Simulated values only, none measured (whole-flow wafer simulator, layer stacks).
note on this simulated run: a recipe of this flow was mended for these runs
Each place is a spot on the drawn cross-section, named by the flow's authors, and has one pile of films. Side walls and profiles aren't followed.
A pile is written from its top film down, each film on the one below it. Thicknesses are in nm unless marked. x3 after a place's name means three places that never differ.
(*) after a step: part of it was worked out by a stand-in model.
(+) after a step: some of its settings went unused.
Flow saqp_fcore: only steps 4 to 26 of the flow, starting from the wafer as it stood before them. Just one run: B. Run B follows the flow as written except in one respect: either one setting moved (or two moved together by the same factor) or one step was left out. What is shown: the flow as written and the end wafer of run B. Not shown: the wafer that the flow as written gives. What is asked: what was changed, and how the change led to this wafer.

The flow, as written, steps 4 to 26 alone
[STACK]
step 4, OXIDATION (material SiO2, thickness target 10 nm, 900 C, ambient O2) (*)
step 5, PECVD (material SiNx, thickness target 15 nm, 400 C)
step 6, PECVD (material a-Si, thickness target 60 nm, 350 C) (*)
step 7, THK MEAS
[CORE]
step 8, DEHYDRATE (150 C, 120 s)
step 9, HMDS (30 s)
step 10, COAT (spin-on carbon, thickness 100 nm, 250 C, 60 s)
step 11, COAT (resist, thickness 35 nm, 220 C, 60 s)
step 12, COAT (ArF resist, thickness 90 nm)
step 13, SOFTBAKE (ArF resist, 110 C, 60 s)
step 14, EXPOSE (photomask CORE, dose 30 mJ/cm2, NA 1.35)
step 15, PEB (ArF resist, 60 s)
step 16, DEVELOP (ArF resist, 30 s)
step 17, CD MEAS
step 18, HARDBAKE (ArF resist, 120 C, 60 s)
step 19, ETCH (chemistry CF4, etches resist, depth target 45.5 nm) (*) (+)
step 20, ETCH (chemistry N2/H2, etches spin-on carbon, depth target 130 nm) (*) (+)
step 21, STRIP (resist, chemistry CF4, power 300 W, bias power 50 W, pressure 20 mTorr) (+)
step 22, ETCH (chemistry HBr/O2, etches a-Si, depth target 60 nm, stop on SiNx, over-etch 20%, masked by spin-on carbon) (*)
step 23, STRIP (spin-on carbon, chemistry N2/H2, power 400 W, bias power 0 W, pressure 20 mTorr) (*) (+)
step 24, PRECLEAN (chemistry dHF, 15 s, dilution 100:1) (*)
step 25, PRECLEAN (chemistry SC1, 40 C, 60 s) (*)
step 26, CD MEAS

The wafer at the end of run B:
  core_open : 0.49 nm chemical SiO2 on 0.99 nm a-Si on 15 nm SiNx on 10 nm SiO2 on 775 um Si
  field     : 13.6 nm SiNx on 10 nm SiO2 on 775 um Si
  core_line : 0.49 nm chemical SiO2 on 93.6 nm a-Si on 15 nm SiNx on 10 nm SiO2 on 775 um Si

What caused this: step 6, PECVD: thickness target 94.3 nm was run, while the flow as written has thickness target 60 nm.

Step by step, how the change led to this:
  step 6, PECVD (material a-Si, thickness target 60 nm, 350 C) (*)
      field, core_open, core_line: a-Si gains 94.3 (new film) (as written it would have been: a-Si gains 60 (new film))
  step 22, ETCH (chemistry HBr/O2, etches a-Si, depth target 60 nm, stop on SiNx, over-etch 20%, masked by spin-on carbon) (*)
      field: a-Si loses 71.1 (all of it) (as written it would have been: a-Si loses 36.8 (all of it), SiNx loses 1.41)
      core_open: a-Si loses 72 (as written it would have been: a-Si loses 39.4 (all of it), SiNx loses 1.3)
      (also at 1 further place)
  step 23, STRIP (spin-on carbon, chemistry N2/H2, power 400 W, bias power 0 W, pressure 20 mTorr) (*) (+)
      core_line: spin-on carbon loses 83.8 (all of it) (as written it would have been: spin-on carbon loses 88.8 (all of it))
  step 24, PRECLEAN (chemistry dHF, 15 s, dilution 100:1) (*)
      core_open: nothing (as written it would have been: SiNx loses 1.31)
  step 25, PRECLEAN (chemistry SC1, 40 C, 60 s) (*)
      core_open: chemical SiO2 gains 0.49 (new film), a-Si loses 0.7 (as written it would have been: nothing)
